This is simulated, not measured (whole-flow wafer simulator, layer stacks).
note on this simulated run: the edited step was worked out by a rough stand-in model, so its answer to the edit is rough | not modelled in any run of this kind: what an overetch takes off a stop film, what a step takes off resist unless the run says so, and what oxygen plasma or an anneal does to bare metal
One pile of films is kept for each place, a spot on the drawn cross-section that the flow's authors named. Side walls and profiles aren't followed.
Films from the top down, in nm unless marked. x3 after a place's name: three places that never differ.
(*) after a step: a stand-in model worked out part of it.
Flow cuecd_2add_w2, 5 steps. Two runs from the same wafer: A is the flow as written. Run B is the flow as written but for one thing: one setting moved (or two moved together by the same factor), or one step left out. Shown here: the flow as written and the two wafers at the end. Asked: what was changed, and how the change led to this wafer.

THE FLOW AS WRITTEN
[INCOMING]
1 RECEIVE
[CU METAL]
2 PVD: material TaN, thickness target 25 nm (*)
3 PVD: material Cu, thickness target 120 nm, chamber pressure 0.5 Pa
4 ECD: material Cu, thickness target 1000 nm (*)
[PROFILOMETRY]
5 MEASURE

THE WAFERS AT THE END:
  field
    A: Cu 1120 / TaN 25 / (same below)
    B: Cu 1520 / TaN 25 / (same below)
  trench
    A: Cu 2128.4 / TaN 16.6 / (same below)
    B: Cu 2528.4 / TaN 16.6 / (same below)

The cause: step 4, ECD: thickness target 1400 nm was run, where the flow has thickness target 1000 nm.

How the change led to this, step by step:
  4 ECD: material Cu, thickness target 1000 nm (*)
      field: A Cu +1000 | B Cu +1400
      trench: A Cu +2047.6 | B Cu +2447.6
